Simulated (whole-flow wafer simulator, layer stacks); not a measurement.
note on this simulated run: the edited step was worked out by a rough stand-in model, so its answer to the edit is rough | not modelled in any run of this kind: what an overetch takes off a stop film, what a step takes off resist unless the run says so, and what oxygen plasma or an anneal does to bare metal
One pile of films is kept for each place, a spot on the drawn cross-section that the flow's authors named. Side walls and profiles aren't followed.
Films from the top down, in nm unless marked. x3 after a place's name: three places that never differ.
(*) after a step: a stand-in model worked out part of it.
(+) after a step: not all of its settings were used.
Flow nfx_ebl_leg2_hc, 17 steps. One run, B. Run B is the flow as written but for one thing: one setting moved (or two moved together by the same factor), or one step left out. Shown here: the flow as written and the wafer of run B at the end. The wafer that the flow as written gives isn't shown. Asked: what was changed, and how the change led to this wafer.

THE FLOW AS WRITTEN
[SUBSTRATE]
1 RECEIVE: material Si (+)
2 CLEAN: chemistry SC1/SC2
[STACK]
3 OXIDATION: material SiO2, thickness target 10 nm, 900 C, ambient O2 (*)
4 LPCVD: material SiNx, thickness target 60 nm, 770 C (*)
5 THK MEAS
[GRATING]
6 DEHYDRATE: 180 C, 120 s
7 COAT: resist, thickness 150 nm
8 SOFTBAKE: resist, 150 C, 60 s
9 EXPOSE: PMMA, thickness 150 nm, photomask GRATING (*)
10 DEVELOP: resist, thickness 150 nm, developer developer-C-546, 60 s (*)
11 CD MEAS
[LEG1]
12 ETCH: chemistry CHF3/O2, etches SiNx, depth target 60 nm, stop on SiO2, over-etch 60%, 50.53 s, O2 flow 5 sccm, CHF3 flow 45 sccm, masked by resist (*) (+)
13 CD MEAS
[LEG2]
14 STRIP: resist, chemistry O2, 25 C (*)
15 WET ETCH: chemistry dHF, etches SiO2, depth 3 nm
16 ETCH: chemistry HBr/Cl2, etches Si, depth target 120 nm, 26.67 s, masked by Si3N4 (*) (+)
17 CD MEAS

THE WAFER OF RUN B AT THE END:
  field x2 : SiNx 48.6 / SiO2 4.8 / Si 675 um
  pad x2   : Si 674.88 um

The cause: step 3, OXIDATION: thickness target 4.8 nm was run, where the flow has thickness target 10 nm.
It can be read off the wafer: field x2 has SiO2 4.8, and step 3 as written asks for 10 nm.

How the change led to this, step by step:
  3 OXIDATION: material SiO2, thickness target 10 nm, 900 C, ambient O2 (*)
      field x2, pad x2: SiO2 +4.8 (new film), chemical SiO2 -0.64 (all of it), Si -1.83 (as written it would be: SiO2 +10 (new film), chemical SiO2 -0.64 (all of it), Si -4.12)
  12 ETCH: chemistry CHF3/O2, etches SiNx, depth target 60 nm, stop on SiO2, over-etch 60%, 50.53 s, O2 flow 5 sccm, CHF3 flow 45 sccm, masked by resist (*) (+)
      pad x2: SiNx -60 (all of it), SiO2 -4.8 (all of it) (as written it would be: SiNx -60 (all of it), SiO2 -10 (all of it))
